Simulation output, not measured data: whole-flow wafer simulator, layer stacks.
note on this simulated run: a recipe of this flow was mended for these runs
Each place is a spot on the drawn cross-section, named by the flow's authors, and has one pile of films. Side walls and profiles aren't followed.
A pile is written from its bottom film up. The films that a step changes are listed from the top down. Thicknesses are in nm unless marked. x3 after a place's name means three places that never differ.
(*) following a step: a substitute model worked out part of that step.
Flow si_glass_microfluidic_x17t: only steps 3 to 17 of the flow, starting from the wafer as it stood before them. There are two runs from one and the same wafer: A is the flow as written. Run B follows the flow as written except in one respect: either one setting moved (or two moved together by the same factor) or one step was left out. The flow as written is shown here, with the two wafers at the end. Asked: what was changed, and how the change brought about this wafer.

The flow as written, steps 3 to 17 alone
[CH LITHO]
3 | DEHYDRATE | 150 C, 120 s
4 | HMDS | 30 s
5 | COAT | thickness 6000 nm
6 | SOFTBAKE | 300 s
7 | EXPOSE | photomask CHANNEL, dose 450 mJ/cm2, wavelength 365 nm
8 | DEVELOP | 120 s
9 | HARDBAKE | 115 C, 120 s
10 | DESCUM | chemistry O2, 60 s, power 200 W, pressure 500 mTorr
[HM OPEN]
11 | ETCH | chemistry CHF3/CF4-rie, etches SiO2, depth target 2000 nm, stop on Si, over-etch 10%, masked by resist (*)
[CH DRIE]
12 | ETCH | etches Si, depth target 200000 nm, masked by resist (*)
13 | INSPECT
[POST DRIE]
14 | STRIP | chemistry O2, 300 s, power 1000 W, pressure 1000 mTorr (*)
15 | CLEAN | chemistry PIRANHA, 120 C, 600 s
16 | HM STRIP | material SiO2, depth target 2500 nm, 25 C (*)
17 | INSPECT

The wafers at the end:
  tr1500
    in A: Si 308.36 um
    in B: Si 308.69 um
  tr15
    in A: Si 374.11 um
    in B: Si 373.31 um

Cause: step 5, COAT: thickness 3750 nm was run, while the flow as written has thickness 6000 nm.

Step by step, how the change led to this:
  5 | COAT | thickness 6000 nm
      land, tr110, tr1500, tr15: A +6000 thick-i-line-resist (new film) | B +3750 thick-i-line-resist (new film)
  8 | DEVELOP | 120 s
      tr110, tr1500, tr15: A -6000 thick-i-line-resist (all of it) | B -3750 thick-i-line-resist (all of it)
  9 | HARDBAKE | 115 C, 120 s
      land: A -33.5 thick-i-line-resist | B -17.2 thick-i-line-resist
  12 | ETCH | etches Si, depth target 200000 nm, masked by resist (*)
      tr1500: A -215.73 um Si | B -215.41 um Si
      tr15: A -149.99 um Si | B -150.79 um Si
  14 | STRIP | chemistry O2, 300 s, power 1000 W, pressure 1000 mTorr (*)
      land: A -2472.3 thick-i-line-resist (all of it) | B -242.7 thick-i-line-resist (all of it)
